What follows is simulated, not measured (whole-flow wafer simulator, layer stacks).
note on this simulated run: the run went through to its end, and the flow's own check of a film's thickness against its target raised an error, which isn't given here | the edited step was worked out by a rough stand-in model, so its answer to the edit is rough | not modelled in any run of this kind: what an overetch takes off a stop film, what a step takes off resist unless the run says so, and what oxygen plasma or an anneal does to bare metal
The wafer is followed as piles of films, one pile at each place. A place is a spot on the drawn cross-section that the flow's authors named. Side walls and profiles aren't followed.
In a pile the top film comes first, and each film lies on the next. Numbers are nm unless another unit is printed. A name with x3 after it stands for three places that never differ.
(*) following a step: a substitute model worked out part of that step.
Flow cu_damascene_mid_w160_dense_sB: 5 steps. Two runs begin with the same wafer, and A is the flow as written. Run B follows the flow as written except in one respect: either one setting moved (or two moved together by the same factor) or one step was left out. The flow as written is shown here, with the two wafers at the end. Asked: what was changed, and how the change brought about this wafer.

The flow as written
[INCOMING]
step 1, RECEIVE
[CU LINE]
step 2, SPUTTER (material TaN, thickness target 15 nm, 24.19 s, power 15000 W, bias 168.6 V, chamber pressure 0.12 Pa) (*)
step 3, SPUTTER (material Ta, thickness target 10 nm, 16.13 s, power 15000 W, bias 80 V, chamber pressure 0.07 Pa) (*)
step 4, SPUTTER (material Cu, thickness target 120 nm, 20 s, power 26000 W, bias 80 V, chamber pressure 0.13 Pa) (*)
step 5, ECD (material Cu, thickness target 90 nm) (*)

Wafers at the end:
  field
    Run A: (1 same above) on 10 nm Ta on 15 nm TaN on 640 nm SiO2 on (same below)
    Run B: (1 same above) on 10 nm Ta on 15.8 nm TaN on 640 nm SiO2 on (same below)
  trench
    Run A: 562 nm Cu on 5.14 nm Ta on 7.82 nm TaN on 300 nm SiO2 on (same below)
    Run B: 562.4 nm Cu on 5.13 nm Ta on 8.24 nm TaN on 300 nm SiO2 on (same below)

Cause: step 2, SPUTTER: thickness target 15.8 nm was run, though the flow has thickness target 15 nm; step 2, SPUTTER: 25.4 s was run, where the flow has 24.19 s.
The wafer itself shows it: field has TaN 15.8, and step 2 as written asks for 15 nm.

The path from the change to this, step by step:
  step 2, SPUTTER (material TaN, thickness target 15 nm, 24.19 s, power 15000 W, bias 168.6 V, chamber pressure 0.12 Pa) (*)
      field: A TaN gains 15 (new film) | B TaN gains 15.8 (new film)
